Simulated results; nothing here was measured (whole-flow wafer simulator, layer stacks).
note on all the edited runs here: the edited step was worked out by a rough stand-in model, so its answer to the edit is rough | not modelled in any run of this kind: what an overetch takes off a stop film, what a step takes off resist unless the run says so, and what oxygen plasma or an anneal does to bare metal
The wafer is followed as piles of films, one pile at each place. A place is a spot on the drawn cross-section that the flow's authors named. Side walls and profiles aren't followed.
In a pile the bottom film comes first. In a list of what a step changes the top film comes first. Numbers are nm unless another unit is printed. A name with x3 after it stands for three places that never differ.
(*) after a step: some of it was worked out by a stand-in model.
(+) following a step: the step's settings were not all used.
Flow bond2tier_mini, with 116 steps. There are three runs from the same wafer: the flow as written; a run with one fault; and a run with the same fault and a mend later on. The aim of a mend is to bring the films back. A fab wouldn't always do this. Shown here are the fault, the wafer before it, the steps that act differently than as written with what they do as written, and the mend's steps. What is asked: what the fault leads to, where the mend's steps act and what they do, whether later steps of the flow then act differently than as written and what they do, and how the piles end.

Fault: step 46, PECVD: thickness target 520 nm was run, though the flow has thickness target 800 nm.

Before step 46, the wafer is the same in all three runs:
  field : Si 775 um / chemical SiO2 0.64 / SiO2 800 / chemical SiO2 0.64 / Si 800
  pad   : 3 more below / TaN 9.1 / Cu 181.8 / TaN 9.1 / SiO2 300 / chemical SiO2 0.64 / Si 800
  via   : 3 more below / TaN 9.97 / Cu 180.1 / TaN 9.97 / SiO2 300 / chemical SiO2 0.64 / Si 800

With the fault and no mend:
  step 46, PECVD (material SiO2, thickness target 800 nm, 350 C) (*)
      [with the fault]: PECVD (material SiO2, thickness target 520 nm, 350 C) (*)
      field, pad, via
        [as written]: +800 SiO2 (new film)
        [with the fault]: +520 SiO2 (new film)
  Steps further on in the flow that do not act as written:
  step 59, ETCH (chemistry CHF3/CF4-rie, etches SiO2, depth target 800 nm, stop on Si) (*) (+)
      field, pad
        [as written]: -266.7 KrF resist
        [with the fault]: -241.5 KrF resist
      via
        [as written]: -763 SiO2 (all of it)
        [with the fault]: -483 SiO2 (all of it)
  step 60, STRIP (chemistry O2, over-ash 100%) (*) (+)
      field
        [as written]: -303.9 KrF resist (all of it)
        [with the fault]: -329.1 KrF resist (all of it)
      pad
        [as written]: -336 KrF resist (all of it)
        [with the fault]: -361.1 KrF resist (all of it)
  At field, pad, the piles at the end differ from the flow's by more than 2% or 0.5 nm, whichever is larger.
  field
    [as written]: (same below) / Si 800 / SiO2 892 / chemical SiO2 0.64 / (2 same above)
    [with the fault]: (same below) / Si 800 / SiO2 612 / chemical SiO2 0.64 / (2 same above)
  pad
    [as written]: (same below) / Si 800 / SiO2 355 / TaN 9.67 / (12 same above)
    [with the fault]: (same below) / Si 800 / SiO2 75 / TaN 9.67 / (12 same above)

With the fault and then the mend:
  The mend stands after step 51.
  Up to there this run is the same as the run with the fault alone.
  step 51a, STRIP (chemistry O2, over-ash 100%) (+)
      field
        -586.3 KrF resist (all of it)
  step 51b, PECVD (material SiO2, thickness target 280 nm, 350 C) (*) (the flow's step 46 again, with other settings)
      field, pad, via
        +280 SiO2
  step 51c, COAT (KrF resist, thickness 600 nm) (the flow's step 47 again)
      field, pad, via
        +600 KrF resist (new film)
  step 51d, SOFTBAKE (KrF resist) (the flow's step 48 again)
      does not change any film at any place that is followed
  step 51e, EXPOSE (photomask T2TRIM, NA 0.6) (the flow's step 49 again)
      does not change any film at any place that is followed
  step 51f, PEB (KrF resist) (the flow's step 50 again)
      does not change any film at any place that is followed
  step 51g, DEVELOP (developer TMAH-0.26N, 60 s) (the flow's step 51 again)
      pad, via
        -600 KrF resist (all of it)
      field
        -13.7 KrF resist
  Later steps of the flow that are run all act as written at every place that is followed.
  The piles end the same as the flow's at every place that both follow.
